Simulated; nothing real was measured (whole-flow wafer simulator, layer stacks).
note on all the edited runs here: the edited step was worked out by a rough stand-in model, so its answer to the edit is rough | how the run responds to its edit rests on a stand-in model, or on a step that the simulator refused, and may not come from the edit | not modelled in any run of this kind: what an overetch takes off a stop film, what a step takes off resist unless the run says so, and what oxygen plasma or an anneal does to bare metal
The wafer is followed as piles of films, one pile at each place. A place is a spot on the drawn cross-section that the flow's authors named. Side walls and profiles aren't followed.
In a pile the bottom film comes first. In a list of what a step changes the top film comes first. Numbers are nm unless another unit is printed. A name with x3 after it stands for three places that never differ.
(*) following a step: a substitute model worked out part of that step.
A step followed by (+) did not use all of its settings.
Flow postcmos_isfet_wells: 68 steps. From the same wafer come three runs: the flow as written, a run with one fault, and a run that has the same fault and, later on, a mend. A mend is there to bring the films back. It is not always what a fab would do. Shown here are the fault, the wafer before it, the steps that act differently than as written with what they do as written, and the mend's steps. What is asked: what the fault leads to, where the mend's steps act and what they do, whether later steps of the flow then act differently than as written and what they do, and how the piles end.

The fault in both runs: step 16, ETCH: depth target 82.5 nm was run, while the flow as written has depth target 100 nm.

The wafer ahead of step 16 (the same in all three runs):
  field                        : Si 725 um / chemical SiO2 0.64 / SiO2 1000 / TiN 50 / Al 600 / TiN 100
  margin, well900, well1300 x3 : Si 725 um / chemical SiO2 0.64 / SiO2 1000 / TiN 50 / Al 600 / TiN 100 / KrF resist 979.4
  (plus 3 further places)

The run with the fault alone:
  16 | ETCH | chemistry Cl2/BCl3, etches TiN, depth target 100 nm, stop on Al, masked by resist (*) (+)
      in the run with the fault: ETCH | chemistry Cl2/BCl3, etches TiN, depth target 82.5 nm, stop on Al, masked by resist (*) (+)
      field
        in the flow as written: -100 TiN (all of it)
        in the run with the fault: -82.5 TiN
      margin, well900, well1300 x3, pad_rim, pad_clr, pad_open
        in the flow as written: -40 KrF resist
        in the run with the fault: -33 KrF resist
  Steps further on in the flow that do not act as written (2 more steps, not shown, differ only slightly: by at most 2% or 0.5 nm, whichever is larger):
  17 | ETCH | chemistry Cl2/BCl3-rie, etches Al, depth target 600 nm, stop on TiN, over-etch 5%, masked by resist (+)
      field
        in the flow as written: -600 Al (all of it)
        in the run with the fault: -17.5 TiN (all of it), -572 Al
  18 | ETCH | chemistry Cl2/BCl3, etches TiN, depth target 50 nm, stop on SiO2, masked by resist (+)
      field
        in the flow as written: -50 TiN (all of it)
        in the run with the fault: -28 Al (all of it), -38.2 TiN
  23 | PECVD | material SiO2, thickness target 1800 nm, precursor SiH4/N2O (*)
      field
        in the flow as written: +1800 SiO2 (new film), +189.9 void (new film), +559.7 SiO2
        in the run with the fault: +1800 SiO2 (new film), +181.3 void (new film), +556.9 SiO2 (new film)
  By the end, the piles at field depart from the flow's by more than 2% or 0.5 nm, whichever is larger.
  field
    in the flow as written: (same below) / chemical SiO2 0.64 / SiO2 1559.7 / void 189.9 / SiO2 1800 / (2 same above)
    in the run with the fault: (same below) / chemical SiO2 0.64 / SiO2 1000 / TiN 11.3 / SiO2 556.9 / void 181.3 / SiO2 1800 / (2 same above)

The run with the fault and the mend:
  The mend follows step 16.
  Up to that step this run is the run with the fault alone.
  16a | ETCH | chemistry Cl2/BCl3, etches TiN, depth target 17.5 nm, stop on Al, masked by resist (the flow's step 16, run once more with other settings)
      margin, well900, well1300 x3, pad_rim, pad_clr, pad_open
        -7 KrF resist
      field
        -17.5 TiN (all of it)
  None of the later steps of the flow acts differently than as written at any place that is followed.
  The piles end the same as the flow's at every place that both follow.
